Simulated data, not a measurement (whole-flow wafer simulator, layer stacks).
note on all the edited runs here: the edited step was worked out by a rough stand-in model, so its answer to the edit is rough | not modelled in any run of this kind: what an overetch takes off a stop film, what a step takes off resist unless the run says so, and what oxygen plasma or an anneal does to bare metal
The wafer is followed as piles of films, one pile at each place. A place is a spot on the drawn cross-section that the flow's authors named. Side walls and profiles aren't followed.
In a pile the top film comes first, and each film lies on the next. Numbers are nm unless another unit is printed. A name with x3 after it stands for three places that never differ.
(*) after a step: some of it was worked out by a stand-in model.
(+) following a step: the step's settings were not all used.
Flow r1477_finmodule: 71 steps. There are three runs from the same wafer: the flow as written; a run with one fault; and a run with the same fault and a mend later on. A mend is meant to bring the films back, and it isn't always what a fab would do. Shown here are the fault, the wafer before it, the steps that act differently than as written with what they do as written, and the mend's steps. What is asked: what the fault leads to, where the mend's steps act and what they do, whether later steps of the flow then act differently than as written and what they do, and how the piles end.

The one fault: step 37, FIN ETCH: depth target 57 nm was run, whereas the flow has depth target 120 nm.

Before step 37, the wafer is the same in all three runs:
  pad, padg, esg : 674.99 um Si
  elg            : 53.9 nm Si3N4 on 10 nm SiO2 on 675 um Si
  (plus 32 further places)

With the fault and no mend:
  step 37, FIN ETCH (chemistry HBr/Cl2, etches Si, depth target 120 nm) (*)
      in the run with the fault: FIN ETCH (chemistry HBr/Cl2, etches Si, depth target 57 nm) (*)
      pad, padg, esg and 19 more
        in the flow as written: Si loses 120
        in the run with the fault: Si loses 57
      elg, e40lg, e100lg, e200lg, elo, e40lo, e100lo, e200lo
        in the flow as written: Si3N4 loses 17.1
        in the run with the fault: Si3N4 loses 8.14
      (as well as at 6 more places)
  Later steps of the flow acting differently than as written (3 more steps, not shown, differ only slightly: by at most 2% or 0.5 nm, whichever is larger):
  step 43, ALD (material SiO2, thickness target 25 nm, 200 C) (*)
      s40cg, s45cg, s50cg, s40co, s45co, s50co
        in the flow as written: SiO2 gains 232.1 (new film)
        in the run with the fault: SiO2 gains 173.9 (new film)
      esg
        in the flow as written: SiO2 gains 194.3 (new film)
        in the run with the fault: SiO2 gains 140.3 (new film)
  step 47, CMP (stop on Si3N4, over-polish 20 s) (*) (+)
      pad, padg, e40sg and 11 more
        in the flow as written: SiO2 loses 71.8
        in the run with the fault: SiO2 loses 134.8
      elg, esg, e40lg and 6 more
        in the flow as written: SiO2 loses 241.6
        in the run with the fault: SiO2 loses 250.6
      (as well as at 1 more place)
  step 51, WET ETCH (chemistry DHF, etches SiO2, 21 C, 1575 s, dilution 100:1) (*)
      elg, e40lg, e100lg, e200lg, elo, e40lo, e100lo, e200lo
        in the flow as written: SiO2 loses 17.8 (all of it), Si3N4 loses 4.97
        in the run with the fault: SiO2 loses 8.85 (all of it), Si3N4 loses 5.7
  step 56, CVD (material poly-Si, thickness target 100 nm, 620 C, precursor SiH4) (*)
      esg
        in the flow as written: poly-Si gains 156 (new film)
        in the run with the fault: poly-Si gains 164.2 (new film)
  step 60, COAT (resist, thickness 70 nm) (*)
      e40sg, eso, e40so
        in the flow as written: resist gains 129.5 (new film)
        in the run with the fault: resist gains 137.2 (new film)
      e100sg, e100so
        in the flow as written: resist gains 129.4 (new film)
        in the run with the fault: resist gains 137.2 (new film)
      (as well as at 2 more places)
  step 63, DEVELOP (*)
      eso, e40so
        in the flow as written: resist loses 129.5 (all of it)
        in the run with the fault: resist loses 137.2 (all of it)
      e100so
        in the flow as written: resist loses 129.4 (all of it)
        in the run with the fault: resist loses 137.2 (all of it)
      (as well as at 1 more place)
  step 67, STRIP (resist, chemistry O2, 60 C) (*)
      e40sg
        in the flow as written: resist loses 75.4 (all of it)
        in the run with the fault: resist loses 83.1 (all of it)
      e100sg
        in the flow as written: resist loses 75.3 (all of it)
        in the run with the fault: resist loses 83.1 (all of it)
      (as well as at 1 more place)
  By the end, the piles at pad, padg, elg and 27 more depart from the flow's by more than 2% or 0.5 nm, whichever is larger.
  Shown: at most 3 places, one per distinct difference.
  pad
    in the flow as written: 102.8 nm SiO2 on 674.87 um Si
    in the run with the fault: 40 nm SiO2 on 674.93 um Si
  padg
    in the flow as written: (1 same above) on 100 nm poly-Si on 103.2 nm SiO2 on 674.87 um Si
    in the run with the fault: (1 same above) on 100 nm poly-Si on 40.5 nm SiO2 on 674.93 um Si
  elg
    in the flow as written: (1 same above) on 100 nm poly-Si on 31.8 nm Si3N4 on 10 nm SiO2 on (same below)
    in the run with the fault: (1 same above) on 100 nm poly-Si on 40 nm Si3N4 on 10 nm SiO2 on (same below)

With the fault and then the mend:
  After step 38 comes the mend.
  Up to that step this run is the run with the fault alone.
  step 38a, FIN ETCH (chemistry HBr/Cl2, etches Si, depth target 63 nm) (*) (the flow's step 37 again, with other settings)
      pad, padg, esg and 19 more
        Si loses 63
      elg, e40lg, e100lg, e200lg, elo, e40lo, e100lo, e200lo
        Si3N4 loses 9
      s40sg_line, s45sg_line, s50sg_line, s40so_line, s45so_line, s50so_line
        SiO2 loses 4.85
  Every later step of the flow that is run acts as written at every place that is followed.
  By the end, the piles equal the flow's at every place that both follow.
